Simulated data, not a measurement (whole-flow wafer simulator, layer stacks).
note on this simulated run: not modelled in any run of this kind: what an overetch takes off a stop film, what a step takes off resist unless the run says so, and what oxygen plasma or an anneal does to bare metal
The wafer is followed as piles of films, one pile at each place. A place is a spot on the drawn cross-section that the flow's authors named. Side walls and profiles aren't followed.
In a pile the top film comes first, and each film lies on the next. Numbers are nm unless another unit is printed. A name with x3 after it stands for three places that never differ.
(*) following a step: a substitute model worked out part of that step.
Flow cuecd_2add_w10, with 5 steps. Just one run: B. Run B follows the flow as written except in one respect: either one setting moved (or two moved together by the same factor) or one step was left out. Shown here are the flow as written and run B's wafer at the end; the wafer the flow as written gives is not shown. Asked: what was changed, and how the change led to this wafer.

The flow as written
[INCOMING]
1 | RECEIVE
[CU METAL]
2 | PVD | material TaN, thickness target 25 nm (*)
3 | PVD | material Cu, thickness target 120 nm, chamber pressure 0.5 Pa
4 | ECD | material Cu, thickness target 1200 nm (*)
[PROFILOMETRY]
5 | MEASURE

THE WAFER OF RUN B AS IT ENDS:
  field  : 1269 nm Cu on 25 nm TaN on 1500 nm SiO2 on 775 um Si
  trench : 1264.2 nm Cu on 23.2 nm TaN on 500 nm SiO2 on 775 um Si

The reason: step 3, PVD: thickness target 69 nm was run, whereas the flow has thickness target 120 nm.

Step by step, how the change led to this:
  3 | PVD | material Cu, thickness target 120 nm, chamber pressure 0.5 Pa
      field: +69 Cu (new film) (it would be, as written: +120 Cu (new film))
      trench: +64.2 Cu (new film) (it would be, as written: +111.8 Cu (new film))
